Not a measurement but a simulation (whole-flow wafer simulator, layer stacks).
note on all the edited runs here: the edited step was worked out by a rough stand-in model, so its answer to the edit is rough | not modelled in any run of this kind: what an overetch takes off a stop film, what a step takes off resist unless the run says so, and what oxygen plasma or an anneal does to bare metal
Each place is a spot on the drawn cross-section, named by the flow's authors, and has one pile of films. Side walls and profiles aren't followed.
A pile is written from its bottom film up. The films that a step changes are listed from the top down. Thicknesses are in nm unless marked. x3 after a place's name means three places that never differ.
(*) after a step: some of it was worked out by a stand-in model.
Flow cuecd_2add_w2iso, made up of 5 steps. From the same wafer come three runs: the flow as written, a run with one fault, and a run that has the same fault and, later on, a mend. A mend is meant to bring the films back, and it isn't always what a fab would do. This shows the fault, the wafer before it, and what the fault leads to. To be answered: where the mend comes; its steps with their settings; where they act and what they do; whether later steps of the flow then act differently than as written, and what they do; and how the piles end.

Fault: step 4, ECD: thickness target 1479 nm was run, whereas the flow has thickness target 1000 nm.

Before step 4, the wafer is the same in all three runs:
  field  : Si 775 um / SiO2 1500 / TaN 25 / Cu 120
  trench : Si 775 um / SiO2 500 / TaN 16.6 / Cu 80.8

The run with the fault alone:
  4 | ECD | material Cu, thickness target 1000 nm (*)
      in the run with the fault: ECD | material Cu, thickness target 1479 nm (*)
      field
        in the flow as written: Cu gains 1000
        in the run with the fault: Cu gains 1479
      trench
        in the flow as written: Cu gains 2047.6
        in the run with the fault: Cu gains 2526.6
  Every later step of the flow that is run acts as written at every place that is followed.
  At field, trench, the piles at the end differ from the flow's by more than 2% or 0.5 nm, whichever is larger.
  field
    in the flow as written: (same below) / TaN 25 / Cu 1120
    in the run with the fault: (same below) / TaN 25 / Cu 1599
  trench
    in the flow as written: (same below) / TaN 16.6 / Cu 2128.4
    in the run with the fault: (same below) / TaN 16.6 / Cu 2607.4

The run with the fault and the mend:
  After step 5 comes the mend.
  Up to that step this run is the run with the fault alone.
  5a | ETCH | chemistry cu recess dil, depth target 479 nm
      field, trench
        Cu loses 479
  Every later step of the flow that is run acts as written at every place that is followed.
  The piles end the same as the flow's at every place that both follow.
